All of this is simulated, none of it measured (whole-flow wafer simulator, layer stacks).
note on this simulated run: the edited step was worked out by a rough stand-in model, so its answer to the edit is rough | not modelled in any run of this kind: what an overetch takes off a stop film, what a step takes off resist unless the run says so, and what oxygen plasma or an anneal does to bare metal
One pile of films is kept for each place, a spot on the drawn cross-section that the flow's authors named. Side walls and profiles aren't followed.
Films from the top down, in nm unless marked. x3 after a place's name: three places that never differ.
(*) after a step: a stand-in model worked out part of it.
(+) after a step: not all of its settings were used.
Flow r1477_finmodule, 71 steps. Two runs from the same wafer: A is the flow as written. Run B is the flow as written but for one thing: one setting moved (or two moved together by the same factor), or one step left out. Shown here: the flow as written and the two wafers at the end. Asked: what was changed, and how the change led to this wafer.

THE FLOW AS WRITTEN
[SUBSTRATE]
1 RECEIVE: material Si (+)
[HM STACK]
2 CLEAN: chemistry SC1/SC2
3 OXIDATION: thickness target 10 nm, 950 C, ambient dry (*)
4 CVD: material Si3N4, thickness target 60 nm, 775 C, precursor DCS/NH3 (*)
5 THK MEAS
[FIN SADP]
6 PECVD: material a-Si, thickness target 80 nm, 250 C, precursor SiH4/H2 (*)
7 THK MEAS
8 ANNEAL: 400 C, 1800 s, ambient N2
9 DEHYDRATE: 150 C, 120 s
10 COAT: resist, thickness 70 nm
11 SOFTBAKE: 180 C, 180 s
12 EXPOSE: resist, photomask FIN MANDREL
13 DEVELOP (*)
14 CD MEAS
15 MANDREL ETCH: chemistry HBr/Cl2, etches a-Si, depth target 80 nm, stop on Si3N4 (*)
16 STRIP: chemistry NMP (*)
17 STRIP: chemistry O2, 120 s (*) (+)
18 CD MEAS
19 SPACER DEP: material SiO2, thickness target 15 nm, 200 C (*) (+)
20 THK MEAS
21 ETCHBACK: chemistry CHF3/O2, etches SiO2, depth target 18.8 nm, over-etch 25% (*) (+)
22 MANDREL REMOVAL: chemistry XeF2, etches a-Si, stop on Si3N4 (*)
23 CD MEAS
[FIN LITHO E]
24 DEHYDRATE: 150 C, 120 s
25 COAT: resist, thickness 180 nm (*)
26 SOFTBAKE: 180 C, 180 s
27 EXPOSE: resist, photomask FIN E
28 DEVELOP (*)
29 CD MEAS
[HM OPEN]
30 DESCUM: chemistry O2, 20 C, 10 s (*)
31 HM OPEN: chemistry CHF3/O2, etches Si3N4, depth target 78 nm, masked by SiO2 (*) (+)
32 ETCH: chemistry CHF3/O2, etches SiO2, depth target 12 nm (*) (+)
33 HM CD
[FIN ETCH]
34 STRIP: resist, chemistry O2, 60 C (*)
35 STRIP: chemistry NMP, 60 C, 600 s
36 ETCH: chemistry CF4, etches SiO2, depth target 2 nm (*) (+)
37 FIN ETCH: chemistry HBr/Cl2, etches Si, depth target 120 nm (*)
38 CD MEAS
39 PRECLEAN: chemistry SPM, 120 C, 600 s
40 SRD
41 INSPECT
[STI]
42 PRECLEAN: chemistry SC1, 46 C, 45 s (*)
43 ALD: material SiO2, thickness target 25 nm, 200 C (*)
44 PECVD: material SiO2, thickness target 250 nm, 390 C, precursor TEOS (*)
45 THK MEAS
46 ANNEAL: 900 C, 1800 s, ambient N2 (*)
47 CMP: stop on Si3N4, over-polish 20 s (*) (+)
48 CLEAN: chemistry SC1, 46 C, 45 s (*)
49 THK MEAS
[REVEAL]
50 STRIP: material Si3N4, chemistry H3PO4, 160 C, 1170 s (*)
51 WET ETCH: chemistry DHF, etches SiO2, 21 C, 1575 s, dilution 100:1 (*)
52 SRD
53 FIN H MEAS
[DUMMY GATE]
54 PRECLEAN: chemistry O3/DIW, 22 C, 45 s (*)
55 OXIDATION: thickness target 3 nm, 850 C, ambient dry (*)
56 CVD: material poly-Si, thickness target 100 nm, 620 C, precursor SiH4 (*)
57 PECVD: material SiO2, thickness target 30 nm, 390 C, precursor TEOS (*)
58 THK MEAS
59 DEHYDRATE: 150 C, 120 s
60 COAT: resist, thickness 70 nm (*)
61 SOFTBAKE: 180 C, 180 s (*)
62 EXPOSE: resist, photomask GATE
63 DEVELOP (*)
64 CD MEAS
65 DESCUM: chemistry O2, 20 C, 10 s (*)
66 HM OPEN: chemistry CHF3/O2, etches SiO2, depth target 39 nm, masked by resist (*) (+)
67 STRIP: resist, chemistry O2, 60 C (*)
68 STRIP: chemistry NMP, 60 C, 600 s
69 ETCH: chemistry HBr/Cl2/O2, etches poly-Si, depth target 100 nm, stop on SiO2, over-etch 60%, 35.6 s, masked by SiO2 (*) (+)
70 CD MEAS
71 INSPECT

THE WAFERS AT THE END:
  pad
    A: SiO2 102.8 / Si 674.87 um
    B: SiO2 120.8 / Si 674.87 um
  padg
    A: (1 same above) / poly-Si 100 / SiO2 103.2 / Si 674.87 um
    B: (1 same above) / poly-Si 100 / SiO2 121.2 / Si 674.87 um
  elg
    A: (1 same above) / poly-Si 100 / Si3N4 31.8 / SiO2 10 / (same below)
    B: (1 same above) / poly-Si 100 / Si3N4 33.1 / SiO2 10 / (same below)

The cause: step 51, WET ETCH: 1244 s was run, where the flow has 1575 s.

How the change led to this, step by step:
  51 WET ETCH: chemistry DHF, etches SiO2, 21 C, 1575 s, dilution 100:1 (*)
      pad, padg, e40sg and 12 more: A SiO2 -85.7 | B SiO2 -67.7
      elg, e40lg, e100lg, e200lg, elo, e40lo, e100lo, e200lo: A SiO2 -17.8 (all of it), Si3N4 -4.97 | B SiO2 -17.8 (all of it), Si3N4 -3.62
      (and at 7 more places)
  56 CVD: material poly-Si, thickness target 100 nm, 620 C, precursor SiH4 (*)
      s40cg, s40co: A poly-Si +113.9 (new film) | B poly-Si +100 (new film)
      s45cg, s45co: A poly-Si +113.4 (new film) | B poly-Si +100 (new film)
      (and at 3 more places)
  60 COAT: resist, thickness 70 nm (*)
      e40sg, eso, e40so: A resist +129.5 (new film) | B resist +113.7 (new film)
      e100sg, e100so: A resist +129.4 (new film) | B resist +113.6 (new film)
      (and at 16 more places)
  63 DEVELOP (*)
      eso, e40so: A resist -129.5 (all of it) | B resist -113.7 (all of it)
      e100so: A resist -129.4 (all of it) | B resist -113.6 (all of it)
      (and at 8 more places)
  67 STRIP: resist, chemistry O2, 60 C (*)
      e40lg, e100lg, e200lg: A resist -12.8 (all of it) | B resist -13.6 (all of it)
      e40sg: A resist -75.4 (all of it) | B resist -59.6 (all of it)
      (and at 11 more places)
  69 ETCH: chemistry HBr/Cl2/O2, etches poly-Si, depth target 100 nm, stop on SiO2, over-etch 60%, 35.6 s, masked by SiO2 (*) (+)
      s40co: A chemical SiO2 -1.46 (all of it), poly-Si -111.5 (all of it), SiO2 -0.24 | B chemical SiO2 -1.37 (all of it), poly-Si -97.6 (all of it), SiO2 -0.42
      s45co: A chemical SiO2 -1.46 (all of it), poly-Si -110.9 (all of it), SiO2 -0.25 | B chemical SiO2 -1.37 (all of it), poly-Si -97.6 (all of it), SiO2 -0.42
      (and at 1 more place)
